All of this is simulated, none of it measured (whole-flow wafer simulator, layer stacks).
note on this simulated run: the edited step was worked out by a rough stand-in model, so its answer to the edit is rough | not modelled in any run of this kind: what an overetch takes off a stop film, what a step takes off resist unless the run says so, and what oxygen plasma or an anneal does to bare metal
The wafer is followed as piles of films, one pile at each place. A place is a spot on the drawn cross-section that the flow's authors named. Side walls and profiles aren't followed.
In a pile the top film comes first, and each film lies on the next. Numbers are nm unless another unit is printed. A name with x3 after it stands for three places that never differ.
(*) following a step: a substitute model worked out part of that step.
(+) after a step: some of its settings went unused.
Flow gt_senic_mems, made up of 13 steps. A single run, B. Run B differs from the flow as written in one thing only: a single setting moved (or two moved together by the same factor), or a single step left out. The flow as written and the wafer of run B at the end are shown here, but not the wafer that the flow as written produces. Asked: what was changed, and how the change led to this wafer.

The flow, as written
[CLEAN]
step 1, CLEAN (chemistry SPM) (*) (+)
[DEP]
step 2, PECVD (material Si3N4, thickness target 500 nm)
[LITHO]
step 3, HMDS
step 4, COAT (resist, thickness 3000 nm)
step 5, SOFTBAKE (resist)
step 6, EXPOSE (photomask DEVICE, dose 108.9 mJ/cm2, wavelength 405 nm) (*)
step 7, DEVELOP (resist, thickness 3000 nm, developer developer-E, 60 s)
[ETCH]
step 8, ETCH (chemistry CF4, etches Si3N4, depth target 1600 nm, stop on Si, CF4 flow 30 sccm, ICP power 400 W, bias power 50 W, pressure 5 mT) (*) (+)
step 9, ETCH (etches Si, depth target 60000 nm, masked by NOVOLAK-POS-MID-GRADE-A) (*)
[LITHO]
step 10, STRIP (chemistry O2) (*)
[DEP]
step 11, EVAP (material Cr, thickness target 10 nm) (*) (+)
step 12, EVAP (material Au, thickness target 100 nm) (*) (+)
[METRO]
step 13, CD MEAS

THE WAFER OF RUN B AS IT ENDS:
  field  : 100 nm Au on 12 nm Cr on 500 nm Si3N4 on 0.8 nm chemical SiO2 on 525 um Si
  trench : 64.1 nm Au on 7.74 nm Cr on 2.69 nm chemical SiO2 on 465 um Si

The reason: step 11, EVAP: thickness target 12 nm was run, while the flow as written has thickness target 10 nm.
The wafer lets one read it off: field has Cr 12, and step 11 as written asks for 10 nm.

How this came from the change, step by step:
  step 11, EVAP (material Cr, thickness target 10 nm) (*) (+)
      field: +12 Cr (new film) (in the flow as written it would be: +10 Cr (new film))
      trench: +7.74 Cr (new film) (in the flow as written it would be: +6.45 Cr (new film))
